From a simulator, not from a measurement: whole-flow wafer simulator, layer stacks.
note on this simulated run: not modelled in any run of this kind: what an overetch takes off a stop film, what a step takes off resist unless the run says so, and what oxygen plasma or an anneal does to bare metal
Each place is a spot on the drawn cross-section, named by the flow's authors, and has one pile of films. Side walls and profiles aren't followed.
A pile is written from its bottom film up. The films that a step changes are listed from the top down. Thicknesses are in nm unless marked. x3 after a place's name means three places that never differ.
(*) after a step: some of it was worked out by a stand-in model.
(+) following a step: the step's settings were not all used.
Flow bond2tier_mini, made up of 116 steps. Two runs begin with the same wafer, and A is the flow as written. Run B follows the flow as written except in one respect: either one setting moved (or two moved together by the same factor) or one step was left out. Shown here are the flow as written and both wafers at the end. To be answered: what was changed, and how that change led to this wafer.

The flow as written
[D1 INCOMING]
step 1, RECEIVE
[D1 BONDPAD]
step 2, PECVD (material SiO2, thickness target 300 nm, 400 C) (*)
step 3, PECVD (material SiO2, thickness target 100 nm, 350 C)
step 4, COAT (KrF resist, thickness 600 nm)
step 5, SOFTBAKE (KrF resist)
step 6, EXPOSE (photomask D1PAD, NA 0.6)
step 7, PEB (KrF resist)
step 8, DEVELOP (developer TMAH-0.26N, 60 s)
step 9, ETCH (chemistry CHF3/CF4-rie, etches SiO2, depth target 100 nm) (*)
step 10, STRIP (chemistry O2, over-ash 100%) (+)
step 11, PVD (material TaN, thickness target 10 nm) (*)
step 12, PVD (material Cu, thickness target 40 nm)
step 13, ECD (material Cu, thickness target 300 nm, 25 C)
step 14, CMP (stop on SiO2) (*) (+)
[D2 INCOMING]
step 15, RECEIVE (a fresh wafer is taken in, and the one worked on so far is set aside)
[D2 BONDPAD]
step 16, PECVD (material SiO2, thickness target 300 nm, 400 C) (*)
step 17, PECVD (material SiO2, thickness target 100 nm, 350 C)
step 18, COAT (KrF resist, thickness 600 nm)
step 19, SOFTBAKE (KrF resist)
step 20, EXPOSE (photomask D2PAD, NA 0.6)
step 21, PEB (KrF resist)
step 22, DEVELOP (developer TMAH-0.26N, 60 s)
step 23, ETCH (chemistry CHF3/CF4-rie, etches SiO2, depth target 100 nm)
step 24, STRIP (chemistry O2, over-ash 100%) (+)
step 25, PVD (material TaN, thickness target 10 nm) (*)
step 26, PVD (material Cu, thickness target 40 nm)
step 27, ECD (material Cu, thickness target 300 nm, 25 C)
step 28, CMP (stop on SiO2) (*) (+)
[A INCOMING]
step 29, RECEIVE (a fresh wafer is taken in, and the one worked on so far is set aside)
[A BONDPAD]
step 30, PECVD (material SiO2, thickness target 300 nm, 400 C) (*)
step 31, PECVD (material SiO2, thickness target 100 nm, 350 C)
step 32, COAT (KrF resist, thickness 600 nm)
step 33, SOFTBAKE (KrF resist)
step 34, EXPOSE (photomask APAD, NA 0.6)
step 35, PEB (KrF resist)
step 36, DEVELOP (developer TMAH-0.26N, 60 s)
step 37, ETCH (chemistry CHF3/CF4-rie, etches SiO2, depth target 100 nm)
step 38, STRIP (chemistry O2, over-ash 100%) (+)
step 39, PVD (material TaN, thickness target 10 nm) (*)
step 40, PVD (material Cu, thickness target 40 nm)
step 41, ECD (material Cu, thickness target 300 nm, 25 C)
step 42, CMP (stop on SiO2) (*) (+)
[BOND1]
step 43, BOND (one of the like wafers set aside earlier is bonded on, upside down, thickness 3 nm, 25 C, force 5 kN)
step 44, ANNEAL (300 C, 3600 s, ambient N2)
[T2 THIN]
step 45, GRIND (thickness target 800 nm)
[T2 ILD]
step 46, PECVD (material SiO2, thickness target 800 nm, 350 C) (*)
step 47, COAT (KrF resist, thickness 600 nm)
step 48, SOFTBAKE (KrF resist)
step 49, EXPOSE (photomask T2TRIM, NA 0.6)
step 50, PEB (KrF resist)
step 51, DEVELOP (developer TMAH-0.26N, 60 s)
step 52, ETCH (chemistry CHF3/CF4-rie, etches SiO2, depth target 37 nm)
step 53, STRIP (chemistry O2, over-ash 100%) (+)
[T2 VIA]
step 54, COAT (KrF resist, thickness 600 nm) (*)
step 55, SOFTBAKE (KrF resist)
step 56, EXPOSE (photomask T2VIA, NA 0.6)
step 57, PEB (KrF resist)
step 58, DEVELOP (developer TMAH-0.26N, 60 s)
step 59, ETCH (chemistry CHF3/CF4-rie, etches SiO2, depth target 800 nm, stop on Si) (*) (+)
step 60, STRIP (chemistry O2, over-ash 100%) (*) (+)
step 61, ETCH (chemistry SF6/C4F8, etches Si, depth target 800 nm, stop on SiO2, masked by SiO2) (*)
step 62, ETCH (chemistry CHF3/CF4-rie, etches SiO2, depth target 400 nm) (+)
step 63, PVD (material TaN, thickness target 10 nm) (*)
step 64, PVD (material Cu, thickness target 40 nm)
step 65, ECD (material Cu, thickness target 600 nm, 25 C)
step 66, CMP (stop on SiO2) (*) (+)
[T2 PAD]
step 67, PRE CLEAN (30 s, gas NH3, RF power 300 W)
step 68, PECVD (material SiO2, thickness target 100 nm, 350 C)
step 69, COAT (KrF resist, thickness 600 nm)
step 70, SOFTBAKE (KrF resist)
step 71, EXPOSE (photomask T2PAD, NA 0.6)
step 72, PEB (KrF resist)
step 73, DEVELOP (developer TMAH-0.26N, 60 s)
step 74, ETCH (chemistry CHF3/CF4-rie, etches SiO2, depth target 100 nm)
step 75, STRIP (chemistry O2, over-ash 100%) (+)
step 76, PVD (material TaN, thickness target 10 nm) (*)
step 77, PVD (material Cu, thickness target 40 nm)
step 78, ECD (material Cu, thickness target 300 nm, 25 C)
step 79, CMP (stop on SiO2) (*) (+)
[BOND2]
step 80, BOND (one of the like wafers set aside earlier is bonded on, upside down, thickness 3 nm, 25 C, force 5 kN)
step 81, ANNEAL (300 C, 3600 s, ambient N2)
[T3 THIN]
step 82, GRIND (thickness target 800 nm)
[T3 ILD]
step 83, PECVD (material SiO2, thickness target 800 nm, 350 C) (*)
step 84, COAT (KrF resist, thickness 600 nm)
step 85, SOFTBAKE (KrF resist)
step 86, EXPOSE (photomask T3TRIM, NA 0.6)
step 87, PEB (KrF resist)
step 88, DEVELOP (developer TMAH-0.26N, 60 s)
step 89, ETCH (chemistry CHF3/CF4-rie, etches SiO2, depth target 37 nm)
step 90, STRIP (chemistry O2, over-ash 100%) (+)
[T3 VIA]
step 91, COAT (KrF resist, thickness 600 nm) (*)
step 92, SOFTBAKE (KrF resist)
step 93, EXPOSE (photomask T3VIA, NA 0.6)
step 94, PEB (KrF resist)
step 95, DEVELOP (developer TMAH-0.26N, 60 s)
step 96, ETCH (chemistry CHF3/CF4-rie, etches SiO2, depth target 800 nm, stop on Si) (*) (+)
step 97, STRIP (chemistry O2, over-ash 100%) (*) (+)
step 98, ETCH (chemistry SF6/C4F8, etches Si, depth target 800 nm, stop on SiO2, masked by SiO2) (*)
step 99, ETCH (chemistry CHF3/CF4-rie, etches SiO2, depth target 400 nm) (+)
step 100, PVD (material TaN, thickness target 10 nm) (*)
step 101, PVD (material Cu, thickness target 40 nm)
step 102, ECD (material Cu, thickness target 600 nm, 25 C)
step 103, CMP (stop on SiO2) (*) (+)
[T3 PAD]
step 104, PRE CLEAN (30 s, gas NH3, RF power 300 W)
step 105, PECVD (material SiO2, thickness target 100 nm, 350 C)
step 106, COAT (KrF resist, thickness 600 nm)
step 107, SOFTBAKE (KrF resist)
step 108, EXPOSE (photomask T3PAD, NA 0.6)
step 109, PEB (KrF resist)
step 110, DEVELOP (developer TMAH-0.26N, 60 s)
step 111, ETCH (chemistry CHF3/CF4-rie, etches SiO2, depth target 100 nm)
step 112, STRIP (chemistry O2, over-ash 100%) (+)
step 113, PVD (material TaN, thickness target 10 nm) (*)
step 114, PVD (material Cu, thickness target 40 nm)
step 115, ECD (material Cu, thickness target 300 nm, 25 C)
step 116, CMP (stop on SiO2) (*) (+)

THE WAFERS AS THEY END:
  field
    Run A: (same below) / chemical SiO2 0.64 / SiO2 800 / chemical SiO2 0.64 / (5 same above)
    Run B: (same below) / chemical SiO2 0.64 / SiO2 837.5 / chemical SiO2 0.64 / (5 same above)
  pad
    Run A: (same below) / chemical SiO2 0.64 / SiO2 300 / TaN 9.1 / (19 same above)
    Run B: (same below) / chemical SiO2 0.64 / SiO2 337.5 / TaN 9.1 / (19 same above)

Cause: step 31, PECVD: thickness target 137.5 nm was run, while the flow as written has thickness target 100 nm.

Step by step, how the change led to this:
  step 31, PECVD (material SiO2, thickness target 100 nm, 350 C)
      field, pad, via: A +100 SiO2 | B +137.5 SiO2
